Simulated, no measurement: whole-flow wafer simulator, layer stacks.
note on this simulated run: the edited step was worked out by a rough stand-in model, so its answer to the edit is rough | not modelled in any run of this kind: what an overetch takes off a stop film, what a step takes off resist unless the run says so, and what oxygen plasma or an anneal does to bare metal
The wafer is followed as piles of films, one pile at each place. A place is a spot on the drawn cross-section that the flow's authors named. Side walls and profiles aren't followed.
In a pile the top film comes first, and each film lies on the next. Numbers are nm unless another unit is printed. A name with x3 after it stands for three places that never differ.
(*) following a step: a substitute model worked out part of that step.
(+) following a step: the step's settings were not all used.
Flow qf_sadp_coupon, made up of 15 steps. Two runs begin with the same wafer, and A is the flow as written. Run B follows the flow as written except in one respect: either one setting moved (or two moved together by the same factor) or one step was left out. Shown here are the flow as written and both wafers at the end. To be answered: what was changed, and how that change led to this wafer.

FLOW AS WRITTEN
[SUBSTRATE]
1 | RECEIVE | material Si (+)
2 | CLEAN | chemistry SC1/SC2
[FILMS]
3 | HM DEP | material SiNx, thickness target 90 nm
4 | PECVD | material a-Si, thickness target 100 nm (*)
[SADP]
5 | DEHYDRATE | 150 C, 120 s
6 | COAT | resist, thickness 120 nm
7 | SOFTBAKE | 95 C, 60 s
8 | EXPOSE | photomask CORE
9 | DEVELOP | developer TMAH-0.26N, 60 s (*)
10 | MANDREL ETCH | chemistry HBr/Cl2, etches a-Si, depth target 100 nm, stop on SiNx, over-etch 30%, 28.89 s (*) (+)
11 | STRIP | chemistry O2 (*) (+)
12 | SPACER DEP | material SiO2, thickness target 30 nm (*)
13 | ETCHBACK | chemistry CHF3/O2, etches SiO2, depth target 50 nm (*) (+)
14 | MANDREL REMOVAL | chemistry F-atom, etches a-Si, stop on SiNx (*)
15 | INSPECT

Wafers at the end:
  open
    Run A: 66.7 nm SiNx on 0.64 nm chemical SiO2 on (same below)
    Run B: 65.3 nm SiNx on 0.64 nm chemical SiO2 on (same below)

The reason: step 10, MANDREL ETCH: depth target 107.5 nm was run, whereas the flow has depth target 100 nm; step 10, MANDREL ETCH: 31.06 s was run, where the flow has 28.89 s.

Step by step, how the change led to this:
  10 | MANDREL ETCH | chemistry HBr/Cl2, etches a-Si, depth target 100 nm, stop on SiNx, over-etch 30%, 28.89 s (*) (+)
      m: A -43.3 resist | B -46.6 resist
      open: A -100 a-Si (all of it), -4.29 SiNx | B -100 a-Si (all of it), -5.68 SiNx
  11 | STRIP | chemistry O2 (*) (+)
      m: A +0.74 chemical SiO2 (new film), -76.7 resist (all of it), -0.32 a-Si | B +0.74 chemical SiO2 (new film), -73.4 resist (all of it), -0.33 a-Si
